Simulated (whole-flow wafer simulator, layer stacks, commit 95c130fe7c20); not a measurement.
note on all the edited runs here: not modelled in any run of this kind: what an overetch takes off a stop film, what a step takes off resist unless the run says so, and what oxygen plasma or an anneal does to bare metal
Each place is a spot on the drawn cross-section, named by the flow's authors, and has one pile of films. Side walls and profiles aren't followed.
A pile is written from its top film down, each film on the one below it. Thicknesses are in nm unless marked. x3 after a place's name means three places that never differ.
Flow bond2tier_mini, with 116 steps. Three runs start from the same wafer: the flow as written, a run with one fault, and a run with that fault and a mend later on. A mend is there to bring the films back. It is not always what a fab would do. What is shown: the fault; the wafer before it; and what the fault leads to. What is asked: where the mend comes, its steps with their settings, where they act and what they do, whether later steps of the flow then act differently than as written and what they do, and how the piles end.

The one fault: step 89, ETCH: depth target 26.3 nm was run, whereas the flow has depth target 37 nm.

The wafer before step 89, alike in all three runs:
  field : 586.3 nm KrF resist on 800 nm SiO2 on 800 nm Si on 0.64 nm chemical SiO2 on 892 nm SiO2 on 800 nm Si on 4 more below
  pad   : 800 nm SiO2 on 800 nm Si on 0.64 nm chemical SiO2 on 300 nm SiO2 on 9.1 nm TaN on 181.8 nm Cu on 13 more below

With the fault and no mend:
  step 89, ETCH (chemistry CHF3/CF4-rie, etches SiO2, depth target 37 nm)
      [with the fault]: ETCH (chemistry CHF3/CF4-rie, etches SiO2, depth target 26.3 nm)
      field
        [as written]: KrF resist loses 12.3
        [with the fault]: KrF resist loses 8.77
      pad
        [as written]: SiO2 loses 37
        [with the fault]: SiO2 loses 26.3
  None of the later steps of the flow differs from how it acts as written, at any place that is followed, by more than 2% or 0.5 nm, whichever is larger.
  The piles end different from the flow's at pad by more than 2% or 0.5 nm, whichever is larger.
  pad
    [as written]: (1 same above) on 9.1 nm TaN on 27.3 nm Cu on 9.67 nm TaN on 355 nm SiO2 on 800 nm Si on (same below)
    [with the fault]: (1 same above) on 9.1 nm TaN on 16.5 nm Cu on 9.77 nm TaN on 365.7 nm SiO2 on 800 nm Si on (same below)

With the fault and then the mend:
  After step 89 comes the mend.
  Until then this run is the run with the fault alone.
  step 89a, ETCH (chemistry CHF3/CF4-rie, etches SiO2, depth target 10.7 nm) (a further turn of the flow's step 89, with different settings)
      field
        KrF resist loses 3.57
      pad
        SiO2 loses 10.7
  None of the later steps of the flow acts differently than as written at any place that is followed.
  At every place that both follow, the piles at the end match the flow's.
